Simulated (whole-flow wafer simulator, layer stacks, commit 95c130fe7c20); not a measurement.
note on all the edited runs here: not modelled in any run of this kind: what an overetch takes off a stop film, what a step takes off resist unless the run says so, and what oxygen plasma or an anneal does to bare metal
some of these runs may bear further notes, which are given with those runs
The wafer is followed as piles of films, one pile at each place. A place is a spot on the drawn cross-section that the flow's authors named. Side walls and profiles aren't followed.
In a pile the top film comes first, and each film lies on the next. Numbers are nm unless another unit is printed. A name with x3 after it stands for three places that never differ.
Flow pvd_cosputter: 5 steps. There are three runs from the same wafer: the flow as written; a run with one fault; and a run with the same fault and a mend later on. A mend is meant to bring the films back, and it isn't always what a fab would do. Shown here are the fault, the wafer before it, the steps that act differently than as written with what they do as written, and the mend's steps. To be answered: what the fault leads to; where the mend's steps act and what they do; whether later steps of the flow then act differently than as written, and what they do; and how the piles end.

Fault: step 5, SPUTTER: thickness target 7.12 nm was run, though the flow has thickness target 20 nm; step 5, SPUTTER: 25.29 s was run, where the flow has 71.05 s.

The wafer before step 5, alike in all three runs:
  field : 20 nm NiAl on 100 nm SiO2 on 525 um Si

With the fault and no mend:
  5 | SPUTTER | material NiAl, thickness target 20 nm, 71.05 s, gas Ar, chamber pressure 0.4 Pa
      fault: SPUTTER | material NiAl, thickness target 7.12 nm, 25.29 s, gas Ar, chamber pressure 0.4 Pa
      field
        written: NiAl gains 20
        fault: NiAl gains 7.12
  Later steps of the flow that are run all act as written at every place that is followed.
  The piles end different from the flow's at field by more than 2% or 0.5 nm, whichever is larger.
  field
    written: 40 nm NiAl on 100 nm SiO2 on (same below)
    fault: 27.1 nm NiAl on 100 nm SiO2 on (same below)

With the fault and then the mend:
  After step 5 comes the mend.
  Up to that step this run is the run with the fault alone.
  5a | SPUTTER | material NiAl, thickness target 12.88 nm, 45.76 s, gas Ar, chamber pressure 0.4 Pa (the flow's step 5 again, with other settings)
      field
        NiAl gains 12.9
  Later steps of the flow that are run all act as written at every place that is followed.
  The piles end the same as the flow's at every place that both follow.
